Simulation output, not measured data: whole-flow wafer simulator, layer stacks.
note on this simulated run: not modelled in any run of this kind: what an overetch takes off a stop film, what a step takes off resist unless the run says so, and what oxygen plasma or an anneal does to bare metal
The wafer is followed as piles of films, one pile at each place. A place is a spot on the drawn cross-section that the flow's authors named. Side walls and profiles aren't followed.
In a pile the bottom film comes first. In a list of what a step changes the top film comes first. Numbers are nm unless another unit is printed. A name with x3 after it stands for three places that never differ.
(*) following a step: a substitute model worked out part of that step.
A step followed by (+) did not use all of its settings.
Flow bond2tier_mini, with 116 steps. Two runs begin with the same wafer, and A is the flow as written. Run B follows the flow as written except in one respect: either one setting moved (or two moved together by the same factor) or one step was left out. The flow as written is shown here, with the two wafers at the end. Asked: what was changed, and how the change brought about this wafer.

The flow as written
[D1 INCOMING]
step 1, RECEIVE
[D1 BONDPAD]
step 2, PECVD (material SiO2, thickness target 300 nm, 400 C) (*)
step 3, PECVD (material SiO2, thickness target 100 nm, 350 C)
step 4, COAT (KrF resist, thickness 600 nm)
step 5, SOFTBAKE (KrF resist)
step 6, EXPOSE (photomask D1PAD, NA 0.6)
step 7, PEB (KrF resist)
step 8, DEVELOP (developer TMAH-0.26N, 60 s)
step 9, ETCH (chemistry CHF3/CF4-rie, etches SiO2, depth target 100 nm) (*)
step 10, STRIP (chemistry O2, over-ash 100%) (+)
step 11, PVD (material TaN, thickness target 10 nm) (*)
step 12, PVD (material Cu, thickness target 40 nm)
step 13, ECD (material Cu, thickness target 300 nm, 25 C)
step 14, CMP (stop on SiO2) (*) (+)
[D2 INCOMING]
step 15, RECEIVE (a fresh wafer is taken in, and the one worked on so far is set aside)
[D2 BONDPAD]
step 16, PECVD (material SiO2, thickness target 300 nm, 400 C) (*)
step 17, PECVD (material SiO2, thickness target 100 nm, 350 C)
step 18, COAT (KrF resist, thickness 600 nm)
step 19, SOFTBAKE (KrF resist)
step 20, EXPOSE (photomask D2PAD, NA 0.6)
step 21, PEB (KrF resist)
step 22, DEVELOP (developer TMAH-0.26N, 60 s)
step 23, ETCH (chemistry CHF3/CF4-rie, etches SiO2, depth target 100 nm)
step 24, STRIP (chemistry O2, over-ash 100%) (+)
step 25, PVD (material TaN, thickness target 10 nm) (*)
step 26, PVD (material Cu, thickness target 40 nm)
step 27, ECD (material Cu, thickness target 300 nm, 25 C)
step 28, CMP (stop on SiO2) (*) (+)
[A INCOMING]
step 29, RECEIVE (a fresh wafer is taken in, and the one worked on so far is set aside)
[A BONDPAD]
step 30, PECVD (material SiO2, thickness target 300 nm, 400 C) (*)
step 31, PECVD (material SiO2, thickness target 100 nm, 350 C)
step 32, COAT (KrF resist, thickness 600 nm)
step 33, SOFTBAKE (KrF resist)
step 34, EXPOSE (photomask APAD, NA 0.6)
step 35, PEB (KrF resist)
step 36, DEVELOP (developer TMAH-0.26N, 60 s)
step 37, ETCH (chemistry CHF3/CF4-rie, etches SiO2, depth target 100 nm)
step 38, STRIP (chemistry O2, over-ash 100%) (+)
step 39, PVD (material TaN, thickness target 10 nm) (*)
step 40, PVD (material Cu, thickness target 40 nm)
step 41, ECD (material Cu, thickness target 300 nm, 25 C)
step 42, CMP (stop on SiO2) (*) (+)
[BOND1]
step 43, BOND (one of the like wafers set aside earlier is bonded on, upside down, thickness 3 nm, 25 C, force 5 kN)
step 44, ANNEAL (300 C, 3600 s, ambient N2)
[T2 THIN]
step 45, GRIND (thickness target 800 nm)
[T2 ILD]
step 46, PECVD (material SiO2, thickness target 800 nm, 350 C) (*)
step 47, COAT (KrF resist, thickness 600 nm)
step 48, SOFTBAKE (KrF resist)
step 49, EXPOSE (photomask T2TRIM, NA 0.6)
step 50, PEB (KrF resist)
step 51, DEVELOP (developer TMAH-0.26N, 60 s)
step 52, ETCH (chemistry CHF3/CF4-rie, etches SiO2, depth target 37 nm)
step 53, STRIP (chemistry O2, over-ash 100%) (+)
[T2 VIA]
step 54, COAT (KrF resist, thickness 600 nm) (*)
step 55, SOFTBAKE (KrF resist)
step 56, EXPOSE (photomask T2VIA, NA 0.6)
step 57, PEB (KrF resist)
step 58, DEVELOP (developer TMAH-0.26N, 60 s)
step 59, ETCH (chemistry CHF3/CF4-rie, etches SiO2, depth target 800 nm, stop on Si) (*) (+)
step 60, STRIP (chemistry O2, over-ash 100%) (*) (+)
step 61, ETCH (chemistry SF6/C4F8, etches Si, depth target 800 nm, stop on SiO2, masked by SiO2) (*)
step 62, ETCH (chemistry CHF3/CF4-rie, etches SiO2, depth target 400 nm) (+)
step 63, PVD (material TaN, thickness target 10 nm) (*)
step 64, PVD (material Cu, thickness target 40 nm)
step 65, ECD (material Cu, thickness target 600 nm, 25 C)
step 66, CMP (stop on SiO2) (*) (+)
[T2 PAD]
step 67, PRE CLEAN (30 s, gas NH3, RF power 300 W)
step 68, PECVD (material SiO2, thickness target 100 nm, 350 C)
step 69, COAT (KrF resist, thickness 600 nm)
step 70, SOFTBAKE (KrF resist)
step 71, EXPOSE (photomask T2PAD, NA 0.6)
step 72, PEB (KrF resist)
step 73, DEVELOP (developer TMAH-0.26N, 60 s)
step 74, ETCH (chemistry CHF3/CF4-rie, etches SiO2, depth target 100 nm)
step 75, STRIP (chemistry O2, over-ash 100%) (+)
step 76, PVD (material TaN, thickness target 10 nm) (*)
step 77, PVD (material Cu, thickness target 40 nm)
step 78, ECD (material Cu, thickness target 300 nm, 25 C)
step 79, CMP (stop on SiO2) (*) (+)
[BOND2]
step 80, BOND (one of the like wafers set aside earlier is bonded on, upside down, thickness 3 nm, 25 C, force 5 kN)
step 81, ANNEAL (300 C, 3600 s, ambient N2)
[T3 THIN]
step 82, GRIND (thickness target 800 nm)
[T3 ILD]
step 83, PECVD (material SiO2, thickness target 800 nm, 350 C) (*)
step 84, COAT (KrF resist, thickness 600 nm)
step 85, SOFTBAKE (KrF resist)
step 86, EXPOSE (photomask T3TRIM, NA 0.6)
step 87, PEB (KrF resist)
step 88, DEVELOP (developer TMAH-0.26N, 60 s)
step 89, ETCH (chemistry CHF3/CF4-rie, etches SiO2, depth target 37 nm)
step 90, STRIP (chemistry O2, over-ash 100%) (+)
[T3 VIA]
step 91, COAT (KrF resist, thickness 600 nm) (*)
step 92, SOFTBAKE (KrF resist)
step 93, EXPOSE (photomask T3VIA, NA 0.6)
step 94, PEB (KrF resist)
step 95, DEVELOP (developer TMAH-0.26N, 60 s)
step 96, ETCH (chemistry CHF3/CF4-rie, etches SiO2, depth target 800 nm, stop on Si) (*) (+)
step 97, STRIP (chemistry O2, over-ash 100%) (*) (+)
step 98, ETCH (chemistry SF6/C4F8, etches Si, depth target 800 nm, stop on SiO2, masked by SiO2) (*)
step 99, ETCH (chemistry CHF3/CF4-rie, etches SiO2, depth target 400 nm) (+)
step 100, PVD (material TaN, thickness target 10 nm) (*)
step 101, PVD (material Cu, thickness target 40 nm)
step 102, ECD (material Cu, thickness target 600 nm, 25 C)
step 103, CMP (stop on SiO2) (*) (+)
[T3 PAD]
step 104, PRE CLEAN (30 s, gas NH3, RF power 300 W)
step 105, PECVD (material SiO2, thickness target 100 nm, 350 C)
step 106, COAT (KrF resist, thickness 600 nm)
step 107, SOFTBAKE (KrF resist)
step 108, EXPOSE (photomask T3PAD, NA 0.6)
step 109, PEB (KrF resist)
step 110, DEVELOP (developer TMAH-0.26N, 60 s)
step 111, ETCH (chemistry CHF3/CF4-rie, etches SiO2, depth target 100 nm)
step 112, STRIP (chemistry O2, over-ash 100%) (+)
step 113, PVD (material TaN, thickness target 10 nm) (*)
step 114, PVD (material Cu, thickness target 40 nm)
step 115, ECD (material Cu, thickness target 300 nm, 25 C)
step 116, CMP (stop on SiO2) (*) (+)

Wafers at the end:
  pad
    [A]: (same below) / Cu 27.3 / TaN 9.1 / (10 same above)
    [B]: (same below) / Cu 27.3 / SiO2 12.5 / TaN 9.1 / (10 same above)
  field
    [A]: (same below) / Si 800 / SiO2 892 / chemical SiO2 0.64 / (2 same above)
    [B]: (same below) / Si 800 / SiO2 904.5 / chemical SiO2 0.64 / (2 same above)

What caused this: step 68, PECVD: thickness target 112.5 nm was run, while the flow as written has thickness target 100 nm.

How this came from the change, step by step:
  step 68, PECVD (material SiO2, thickness target 100 nm, 350 C)
      field: A +100 SiO2 | B +112.5 SiO2
      pad: A +100 SiO2 (new film) | B +112.5 SiO2 (new film)
  step 74, ETCH (chemistry CHF3/CF4-rie, etches SiO2, depth target 100 nm)
      pad: A -100 SiO2 (all of it) | B -100 SiO2
Taking metal films that touch as one body, pad has 4 bodies (between them, from the top down: SiO2 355 / Si 800 / chemical SiO2 0.64 / SiO2 300; SiO2 12.5; SiO2 355 / Si 800 / chemical SiO2 0.64 / SiO2 300); the flow as written gives 3 bodies (between them, from the top down: SiO2 355 / Si 800 / chemical SiO2 0.64 / SiO2 300; SiO2 355 / Si 800 / chemical SiO2 0.64 / SiO2 300).
